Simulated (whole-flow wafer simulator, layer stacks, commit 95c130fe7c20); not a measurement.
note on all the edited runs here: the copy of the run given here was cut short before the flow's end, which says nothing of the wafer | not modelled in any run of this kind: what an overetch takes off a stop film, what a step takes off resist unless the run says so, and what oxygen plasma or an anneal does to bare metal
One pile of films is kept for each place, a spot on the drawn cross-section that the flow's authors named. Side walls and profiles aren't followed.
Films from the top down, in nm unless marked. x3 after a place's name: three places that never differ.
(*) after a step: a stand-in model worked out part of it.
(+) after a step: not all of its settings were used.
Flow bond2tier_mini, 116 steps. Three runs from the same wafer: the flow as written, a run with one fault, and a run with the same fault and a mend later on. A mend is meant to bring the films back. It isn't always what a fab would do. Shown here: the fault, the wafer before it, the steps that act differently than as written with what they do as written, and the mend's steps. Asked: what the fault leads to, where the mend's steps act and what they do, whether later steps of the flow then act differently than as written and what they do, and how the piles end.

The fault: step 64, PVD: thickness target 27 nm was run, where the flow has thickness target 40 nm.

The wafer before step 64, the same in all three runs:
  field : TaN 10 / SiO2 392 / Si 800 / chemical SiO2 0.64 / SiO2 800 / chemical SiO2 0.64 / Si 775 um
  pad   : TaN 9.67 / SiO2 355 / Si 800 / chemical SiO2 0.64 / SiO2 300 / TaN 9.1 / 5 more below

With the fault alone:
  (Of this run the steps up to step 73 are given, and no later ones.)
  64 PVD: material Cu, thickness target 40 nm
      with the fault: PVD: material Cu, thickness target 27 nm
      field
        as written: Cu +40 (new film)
        with the fault: Cu +27 (new film)
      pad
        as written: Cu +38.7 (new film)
        with the fault: Cu +26.1 (new film)
  Later steps of the flow that act differently than as written (1 more step differs only slightly, by at most 2% or 0.5 nm, whichever is larger, and isn't shown):
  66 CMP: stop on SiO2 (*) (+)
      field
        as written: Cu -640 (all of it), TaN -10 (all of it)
        with the fault: Cu -627 (all of it), TaN -10 (all of it)
  After step 73 the piles are the same as the flow's at every place that both follow.

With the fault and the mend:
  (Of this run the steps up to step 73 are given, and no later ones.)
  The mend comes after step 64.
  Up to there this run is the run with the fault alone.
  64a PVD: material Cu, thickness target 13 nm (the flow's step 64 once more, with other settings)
      field
        Cu +13
      pad
        Cu +12.5
  No later step of the flow up to step 73 acts differently than as written at any place that is followed.
  After step 73 the piles are the same as the flow's at every place that both follow.
